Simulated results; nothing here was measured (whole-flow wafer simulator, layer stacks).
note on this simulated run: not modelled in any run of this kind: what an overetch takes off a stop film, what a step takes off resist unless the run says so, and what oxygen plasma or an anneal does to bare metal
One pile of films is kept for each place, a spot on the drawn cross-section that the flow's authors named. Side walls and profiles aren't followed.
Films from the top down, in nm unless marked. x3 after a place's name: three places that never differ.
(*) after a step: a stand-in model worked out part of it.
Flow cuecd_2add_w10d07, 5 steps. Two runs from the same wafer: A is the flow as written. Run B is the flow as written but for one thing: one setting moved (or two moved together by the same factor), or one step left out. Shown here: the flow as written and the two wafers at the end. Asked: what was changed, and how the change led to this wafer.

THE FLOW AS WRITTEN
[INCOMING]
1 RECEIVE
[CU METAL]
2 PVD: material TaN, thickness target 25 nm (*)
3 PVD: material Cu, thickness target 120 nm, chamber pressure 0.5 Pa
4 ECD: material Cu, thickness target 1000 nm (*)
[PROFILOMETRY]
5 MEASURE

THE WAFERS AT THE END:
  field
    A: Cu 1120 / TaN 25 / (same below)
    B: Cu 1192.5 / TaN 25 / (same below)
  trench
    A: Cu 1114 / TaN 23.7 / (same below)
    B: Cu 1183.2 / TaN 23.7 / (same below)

The cause: step 3, PVD: thickness target 192.5 nm was run, where the flow has thickness target 120 nm.

How the change led to this, step by step:
  3 PVD: material Cu, thickness target 120 nm, chamber pressure 0.5 Pa
      field: A Cu +120 (new film) | B Cu +192.5 (new film)
      trench: A Cu +114 (new film) | B Cu +183.2 (new film)
